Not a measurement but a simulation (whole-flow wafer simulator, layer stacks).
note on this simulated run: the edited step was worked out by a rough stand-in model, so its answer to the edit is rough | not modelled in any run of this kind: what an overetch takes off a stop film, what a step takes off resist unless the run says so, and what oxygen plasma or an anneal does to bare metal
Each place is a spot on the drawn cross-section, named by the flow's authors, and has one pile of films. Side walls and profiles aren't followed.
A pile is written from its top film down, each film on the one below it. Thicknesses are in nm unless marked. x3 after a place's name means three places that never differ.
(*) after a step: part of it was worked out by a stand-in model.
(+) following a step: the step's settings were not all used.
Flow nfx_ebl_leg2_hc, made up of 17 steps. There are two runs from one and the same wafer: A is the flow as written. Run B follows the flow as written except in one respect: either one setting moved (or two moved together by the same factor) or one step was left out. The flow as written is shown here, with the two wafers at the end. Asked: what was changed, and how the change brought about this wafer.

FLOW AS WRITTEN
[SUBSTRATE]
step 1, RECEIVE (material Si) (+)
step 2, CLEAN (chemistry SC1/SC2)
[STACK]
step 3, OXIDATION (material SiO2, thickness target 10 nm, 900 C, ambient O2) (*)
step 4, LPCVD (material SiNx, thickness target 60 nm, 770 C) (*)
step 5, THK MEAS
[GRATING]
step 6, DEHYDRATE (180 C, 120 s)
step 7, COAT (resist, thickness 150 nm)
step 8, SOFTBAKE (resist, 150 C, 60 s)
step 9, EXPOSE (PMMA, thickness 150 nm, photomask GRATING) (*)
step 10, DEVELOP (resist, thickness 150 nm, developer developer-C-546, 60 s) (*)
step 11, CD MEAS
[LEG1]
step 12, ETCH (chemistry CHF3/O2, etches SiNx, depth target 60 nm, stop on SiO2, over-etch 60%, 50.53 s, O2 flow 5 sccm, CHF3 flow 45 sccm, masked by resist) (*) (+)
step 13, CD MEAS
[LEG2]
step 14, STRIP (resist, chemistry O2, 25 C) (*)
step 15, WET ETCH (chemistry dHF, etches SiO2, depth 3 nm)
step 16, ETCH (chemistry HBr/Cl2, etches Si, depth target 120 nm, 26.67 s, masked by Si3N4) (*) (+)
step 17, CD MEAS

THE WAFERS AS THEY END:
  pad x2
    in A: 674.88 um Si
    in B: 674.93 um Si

Cause: step 16, ETCH: depth target 63 nm was run, whereas the flow has depth target 120 nm.

The path from the change to this, step by step:
  step 16, ETCH (chemistry HBr/Cl2, etches Si, depth target 120 nm, 26.67 s, masked by Si3N4) (*) (+)
      pad x2: A Si loses 120 | B Si loses 63
